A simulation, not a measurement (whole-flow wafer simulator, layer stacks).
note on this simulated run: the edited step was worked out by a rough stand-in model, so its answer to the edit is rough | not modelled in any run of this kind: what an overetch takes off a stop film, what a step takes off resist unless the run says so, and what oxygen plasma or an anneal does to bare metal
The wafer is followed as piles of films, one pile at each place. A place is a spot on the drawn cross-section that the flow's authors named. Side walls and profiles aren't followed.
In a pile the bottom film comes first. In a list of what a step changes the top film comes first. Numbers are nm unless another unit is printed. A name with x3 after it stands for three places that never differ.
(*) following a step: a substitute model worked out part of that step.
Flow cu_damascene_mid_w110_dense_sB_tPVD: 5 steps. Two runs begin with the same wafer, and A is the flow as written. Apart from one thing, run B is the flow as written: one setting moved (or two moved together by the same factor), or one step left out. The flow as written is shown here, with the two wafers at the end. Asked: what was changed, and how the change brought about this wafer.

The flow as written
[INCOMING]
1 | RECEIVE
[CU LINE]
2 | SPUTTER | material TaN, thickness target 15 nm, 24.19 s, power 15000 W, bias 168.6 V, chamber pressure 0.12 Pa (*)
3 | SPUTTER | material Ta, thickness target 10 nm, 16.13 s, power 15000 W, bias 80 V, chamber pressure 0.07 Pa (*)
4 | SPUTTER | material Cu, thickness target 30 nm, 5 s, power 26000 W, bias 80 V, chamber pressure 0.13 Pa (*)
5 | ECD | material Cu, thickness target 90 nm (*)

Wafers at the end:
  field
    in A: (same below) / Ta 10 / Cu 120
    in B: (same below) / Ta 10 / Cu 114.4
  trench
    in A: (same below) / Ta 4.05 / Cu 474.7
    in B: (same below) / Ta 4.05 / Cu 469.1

Cause: step 4, SPUTTER: 4.06 s was run, while the flow as written has 5 s.

How this came from the change, step by step:
  4 | SPUTTER | material Cu, thickness target 30 nm, 5 s, power 26000 W, bias 80 V, chamber pressure 0.13 Pa (*)
      field: A Cu gains 30 (new film) | B Cu gains 24.4 (new film)
      trench: A Cu gains 12.5 (new film) | B Cu gains 10.1 (new film)
